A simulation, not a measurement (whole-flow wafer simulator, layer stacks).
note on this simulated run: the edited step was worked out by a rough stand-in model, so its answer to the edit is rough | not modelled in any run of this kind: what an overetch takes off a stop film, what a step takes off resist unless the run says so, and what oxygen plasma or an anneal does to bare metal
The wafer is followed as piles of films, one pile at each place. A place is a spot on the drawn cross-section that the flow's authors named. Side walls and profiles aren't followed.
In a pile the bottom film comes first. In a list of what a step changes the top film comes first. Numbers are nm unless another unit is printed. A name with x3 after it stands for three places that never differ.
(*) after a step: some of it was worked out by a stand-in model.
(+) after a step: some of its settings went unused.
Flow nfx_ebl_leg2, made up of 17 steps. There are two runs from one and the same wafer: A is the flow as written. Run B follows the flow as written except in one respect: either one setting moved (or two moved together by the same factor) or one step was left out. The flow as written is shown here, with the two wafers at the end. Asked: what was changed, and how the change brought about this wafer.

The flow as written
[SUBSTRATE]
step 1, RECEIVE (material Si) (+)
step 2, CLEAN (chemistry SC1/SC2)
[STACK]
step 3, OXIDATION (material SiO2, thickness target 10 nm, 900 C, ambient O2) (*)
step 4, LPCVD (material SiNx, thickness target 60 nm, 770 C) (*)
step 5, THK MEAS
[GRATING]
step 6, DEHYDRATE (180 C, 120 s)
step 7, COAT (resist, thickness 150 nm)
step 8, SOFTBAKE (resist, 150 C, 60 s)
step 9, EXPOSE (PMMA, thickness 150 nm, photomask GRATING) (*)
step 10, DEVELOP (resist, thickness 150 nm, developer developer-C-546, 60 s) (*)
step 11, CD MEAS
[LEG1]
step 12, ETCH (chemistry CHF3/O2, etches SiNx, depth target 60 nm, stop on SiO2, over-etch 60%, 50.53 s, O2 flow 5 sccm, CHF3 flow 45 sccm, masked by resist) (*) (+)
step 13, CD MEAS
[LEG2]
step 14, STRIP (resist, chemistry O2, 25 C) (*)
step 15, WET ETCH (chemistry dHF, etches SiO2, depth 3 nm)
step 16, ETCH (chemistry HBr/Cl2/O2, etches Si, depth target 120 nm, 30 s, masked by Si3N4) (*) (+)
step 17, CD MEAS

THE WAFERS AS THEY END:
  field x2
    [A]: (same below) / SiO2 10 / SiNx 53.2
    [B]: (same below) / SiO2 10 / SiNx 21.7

The reason: step 4, LPCVD: thickness target 28.5 nm was run, though the flow has thickness target 60 nm.

The path from the change to this, step by step:
  step 4, LPCVD (material SiNx, thickness target 60 nm, 770 C) (*)
      field x2, pad x2: A +60 SiNx (new film) | B +28.5 SiNx (new film)
  step 12, ETCH (chemistry CHF3/O2, etches SiNx, depth target 60 nm, stop on SiO2, over-etch 60%, 50.53 s, O2 flow 5 sccm, CHF3 flow 45 sccm, masked by resist) (*) (+)
      pad x2: A -60 SiNx (all of it), -10 SiO2 (all of it) | B -28.5 SiNx (all of it), -10 SiO2 (all of it)
